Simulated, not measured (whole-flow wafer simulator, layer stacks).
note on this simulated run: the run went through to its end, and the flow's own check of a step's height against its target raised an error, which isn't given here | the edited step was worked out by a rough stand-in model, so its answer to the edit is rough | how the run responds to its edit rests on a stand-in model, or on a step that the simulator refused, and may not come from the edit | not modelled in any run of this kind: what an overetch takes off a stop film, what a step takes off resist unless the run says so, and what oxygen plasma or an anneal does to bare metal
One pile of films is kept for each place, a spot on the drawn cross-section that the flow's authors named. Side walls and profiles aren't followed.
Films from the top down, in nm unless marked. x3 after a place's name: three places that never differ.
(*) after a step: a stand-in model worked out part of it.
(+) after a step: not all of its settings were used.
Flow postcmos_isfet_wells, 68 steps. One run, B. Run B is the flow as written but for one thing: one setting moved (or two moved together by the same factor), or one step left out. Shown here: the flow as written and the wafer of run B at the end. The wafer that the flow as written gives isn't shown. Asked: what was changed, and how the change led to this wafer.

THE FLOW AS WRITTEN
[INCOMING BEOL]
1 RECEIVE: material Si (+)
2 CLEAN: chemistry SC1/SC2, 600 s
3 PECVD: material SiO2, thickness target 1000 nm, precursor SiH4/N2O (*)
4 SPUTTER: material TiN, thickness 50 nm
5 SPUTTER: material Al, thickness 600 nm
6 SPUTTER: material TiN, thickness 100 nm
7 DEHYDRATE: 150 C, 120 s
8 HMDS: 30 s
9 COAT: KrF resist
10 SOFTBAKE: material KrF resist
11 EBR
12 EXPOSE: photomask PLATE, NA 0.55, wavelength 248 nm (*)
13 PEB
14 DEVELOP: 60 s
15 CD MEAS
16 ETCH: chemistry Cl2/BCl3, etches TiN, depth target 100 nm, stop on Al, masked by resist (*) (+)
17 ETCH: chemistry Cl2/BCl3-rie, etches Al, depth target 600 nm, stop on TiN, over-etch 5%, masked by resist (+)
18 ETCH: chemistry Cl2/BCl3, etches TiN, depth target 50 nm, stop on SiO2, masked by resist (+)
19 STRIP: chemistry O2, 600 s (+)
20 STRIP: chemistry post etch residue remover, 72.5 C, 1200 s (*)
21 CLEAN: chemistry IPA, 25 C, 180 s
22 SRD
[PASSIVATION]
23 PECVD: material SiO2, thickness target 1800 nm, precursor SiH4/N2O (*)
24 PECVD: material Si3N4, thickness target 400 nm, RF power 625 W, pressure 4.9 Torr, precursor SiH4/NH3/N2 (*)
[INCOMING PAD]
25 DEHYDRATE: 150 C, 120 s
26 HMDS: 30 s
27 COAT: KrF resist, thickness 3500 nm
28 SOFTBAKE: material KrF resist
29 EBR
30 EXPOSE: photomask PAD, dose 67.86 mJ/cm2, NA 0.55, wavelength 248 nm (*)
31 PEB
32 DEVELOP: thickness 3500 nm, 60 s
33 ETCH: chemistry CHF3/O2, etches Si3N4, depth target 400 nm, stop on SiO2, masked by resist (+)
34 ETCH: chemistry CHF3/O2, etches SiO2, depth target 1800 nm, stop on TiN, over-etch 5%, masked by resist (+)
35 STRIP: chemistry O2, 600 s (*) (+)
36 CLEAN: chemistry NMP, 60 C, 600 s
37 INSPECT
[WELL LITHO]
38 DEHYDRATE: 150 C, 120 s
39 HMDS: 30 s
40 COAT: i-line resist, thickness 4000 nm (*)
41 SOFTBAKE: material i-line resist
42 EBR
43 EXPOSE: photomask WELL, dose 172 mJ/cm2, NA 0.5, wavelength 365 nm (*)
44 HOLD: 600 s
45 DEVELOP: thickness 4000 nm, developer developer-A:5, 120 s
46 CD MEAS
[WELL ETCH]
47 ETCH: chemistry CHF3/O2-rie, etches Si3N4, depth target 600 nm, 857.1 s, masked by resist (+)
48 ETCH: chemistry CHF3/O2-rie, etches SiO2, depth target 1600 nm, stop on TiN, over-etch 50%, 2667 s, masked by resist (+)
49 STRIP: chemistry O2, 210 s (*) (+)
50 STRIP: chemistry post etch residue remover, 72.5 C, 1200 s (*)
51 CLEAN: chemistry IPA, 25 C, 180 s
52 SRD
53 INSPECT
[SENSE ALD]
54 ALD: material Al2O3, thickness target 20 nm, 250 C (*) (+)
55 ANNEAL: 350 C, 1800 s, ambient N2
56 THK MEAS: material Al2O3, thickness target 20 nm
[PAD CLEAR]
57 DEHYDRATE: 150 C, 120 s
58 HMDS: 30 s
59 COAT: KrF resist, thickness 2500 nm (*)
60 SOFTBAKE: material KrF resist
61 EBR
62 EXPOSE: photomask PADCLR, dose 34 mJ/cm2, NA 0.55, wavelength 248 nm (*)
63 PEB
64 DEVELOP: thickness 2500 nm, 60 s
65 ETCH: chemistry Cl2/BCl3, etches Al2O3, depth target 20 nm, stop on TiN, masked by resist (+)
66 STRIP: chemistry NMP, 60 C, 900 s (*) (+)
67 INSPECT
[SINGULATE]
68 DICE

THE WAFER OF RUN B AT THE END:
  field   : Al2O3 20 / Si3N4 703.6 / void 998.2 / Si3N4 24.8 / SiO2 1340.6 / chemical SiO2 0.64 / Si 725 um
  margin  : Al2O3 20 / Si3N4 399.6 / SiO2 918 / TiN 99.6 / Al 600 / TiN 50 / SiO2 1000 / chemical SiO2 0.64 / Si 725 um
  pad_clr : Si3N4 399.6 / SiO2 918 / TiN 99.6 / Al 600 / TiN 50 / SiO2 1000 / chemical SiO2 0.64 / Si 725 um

The cause: step 23, PECVD: thickness target 918 nm was run, where the flow has thickness target 1800 nm.
It can be read off the wafer: margin has SiO2 918, and step 23 as written asks for 1800 nm.

How the change led to this, step by step:
  23 PECVD: material SiO2, thickness target 1800 nm, precursor SiH4/N2O (*)
      field: SiO2 +340.6 (as written it would be: SiO2 +1800 (new film), void +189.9 (new film), SiO2 +559.7)
      margin, well900, well1300 x3, pad_rim, pad_clr, pad_open: SiO2 +918 (new film) (as written it would be: SiO2 +1800 (new film))
  24 PECVD: material Si3N4, thickness target 400 nm, RF power 625 W, pressure 4.9 Torr, precursor SiH4/NH3/N2 (*)
      field: Si3N4 +704 (new film), void +998.2 (new film), Si3N4 +24.8 (new film) (as written it would be: Si3N4 +400 (new film))
  34 ETCH: chemistry CHF3/O2, etches SiO2, depth target 1800 nm, stop on TiN, over-etch 5%, masked by resist (+)
      field, margin, well900, well1300 x3, pad_rim, pad_clr: KrF resist -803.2 (as written it would be: KrF resist -1500)
      pad_open: SiO2 -918 (all of it) (as written it would be: SiO2 -1800 (all of it))
  35 STRIP: chemistry O2, 600 s (*) (+)
      field, margin, well900, well1300 x3, pad_rim, pad_clr: KrF resist -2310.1 (all of it) (as written it would be: KrF resist -1613.3 (all of it))
  40 COAT: i-line resist, thickness 4000 nm (*)
      pad_clr: i-line resist +3539.4 (new film) (as written it would be: i-line resist +3256.8 (new film))
      pad_open: i-line resist +4486.2 (new film) (as written it would be: i-line resist +4804.7 (new film))
  41 SOFTBAKE: material i-line resist
      pad_clr: i-line resist -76 (as written it would be: i-line resist -156.7)
      pad_open: i-line resist +73.1 (as written it would be: i-line resist +115.3)
  48 ETCH: chemistry CHF3/O2-rie, etches SiO2, depth target 1600 nm, stop on TiN, over-etch 50%, 2667 s, masked by resist (+)
      well900, well1300 x3: SiO2 -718 (all of it) (as written it would be: SiO2 -1600 (all of it))
  49 STRIP: chemistry O2, 210 s (*) (+)
      pad_clr: i-line resist -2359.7 (all of it) (as written it would be: i-line resist -1996.5 (all of it))
      pad_open: i-line resist -3455.7 (all of it) (as written it would be: i-line resist -3816.3 (all of it))
  59 COAT: KrF resist, thickness 2500 nm (*)
      field: KrF resist +1870.3 (new film) (as written it would be: KrF resist +1449 (new film))
      margin: KrF resist +1870.3 (new film) (as written it would be: KrF resist +1448.9 (new film))
      (and at 3 more places)
  60 SOFTBAKE: material KrF resist
      pad_clr: KrF resist -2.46 (as written it would be: KrF resist -3.77)
  63 PEB
      field, margin: KrF resist -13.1 (as written it would be: KrF resist -10.1)
      pad_rim: KrF resist -15.4 (as written it would be: KrF resist -13.9)
      (and at 2 more places)
  64 DEVELOP: thickness 2500 nm, 60 s
      pad_clr: KrF resist -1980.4 (all of it) (as written it would be: KrF resist -1676 (all of it))
      pad_open: KrF resist -2821.3 (all of it) (as written it would be: KrF resist -3045.1 (all of it))
  66 STRIP: chemistry NMP, 60 C, 900 s (*) (+)
      field, margin: KrF resist -1818.4 (all of it) (as written it would be: KrF resist -1400.1 (all of it))
      pad_rim: KrF resist -2126.5 (all of it) (as written it would be: KrF resist -1923.7 (all of it))
